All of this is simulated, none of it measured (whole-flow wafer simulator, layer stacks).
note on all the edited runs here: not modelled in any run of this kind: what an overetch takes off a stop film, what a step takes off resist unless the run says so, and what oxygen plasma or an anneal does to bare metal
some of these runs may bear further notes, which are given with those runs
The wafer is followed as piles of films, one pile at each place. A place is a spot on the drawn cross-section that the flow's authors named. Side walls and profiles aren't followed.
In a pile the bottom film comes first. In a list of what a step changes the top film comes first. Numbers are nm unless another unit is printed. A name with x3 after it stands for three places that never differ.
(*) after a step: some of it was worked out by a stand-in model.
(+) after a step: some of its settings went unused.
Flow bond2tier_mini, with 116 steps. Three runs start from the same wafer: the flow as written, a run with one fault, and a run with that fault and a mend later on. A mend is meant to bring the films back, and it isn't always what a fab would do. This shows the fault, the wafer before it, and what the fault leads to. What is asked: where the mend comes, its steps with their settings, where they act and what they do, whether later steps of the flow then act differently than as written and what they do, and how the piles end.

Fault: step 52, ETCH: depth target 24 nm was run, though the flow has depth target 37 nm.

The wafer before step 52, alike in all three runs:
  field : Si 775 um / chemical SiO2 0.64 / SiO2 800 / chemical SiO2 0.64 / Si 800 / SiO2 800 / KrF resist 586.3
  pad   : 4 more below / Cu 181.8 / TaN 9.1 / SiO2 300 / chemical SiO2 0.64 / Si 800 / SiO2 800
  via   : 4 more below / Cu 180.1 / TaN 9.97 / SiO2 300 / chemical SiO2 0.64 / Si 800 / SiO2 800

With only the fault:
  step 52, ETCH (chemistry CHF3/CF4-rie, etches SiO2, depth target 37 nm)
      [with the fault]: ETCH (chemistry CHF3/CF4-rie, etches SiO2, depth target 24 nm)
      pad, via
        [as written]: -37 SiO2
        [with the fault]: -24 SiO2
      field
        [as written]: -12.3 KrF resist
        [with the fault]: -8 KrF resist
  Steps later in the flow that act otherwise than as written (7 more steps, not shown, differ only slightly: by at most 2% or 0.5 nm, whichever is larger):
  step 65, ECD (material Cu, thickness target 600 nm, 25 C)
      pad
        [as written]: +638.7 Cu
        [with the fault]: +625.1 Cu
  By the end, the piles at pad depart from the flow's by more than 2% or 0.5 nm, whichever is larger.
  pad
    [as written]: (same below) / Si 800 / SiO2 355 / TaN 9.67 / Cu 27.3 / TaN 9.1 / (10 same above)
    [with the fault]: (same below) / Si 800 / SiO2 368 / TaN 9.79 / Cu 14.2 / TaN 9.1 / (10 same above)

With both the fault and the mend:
  The mend follows step 53.
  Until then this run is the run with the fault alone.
  step 53a, COAT (KrF resist, thickness 600 nm) (*) (the flow's step 47, run once more)
      field
        +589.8 KrF resist (new film)
      pad
        +610.6 KrF resist (new film)
      via
        +609.3 KrF resist (new film)
  step 53b, SOFTBAKE (KrF resist) (the flow's step 48, run once more)
      alters no film at any place that is followed
  step 53c, EXPOSE (photomask T2TRIM, NA 0.6) (the flow's step 49, run once more)
      alters no film at any place that is followed
  step 53d, PEB (KrF resist) (the flow's step 50, run once more)
      alters no film at any place that is followed
  step 53e, DEVELOP (developer TMAH-0.26N, 60 s) (the flow's step 51, run once more)
      field
        -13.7 KrF resist
      pad
        -610.6 KrF resist (all of it)
      via
        -609.3 KrF resist (all of it)
  step 53f, ETCH (chemistry CHF3/CF4-rie, etches SiO2, depth target 13 nm) (the flow's step 52, run once more with other settings)
      pad, via
        -13 SiO2
      field
        -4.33 KrF resist
  step 53g, STRIP (chemistry O2, over-ash 100%) (+) (the flow's step 53, run once more)
      field
        -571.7 KrF resist (all of it)
  Every later step of the flow that is run acts as written at every place that is followed.
  By the end, the piles equal the flow's at every place that both follow.
